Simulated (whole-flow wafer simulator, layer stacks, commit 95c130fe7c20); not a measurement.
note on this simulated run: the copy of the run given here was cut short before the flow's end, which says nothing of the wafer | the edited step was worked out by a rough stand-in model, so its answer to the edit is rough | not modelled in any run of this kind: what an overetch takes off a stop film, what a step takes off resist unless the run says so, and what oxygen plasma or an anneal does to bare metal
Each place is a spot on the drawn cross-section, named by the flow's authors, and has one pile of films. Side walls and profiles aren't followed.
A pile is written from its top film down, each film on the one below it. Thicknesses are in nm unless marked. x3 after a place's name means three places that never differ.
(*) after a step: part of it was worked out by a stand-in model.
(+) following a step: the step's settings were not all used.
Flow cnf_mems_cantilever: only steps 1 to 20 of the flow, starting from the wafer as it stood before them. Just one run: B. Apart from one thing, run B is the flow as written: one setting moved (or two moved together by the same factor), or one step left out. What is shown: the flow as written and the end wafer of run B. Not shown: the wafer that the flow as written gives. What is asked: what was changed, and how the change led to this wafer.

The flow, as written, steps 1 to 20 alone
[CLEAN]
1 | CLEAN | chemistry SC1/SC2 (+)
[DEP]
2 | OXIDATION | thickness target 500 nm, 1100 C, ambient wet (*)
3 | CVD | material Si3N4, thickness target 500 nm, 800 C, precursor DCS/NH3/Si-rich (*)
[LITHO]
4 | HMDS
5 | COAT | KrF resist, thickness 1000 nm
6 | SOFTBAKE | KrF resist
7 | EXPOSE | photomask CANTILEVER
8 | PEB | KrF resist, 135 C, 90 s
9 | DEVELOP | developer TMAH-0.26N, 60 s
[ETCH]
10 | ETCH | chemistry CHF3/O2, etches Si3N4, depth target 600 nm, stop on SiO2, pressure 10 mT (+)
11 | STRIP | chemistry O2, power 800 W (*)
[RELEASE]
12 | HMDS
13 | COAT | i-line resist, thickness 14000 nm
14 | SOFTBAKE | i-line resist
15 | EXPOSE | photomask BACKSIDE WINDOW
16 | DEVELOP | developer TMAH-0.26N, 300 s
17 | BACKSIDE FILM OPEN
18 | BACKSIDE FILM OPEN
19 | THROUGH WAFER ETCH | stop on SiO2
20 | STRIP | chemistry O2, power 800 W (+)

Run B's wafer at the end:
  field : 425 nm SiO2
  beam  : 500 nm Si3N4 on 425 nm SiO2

Cause: step 2, OXIDATION: thickness target 425 nm was run, while the flow as written has thickness target 500 nm.
The wafer lets one read it off: field has SiO2 425, and step 2 as written asks for 500 nm.

Step by step, how the change led to this:
  2 | OXIDATION | thickness target 500 nm, 1100 C, ambient wet (*)
      field, beam: +425 SiO2 (new film), -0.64 chemical SiO2 (all of it), -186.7 Si (it would be, as written: +500 SiO2 (new film), -0.64 chemical SiO2 (all of it), -219.7 Si)
  19 | THROUGH WAFER ETCH | stop on SiO2
      field: under 1 film: -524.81 um Si (all of it) (it would be, as written: under 1 film: -524.78 um Si (all of it))
      beam: under 2 films: -524.81 um Si (all of it) (it would be, as written: under 2 films: -524.78 um Si (all of it))
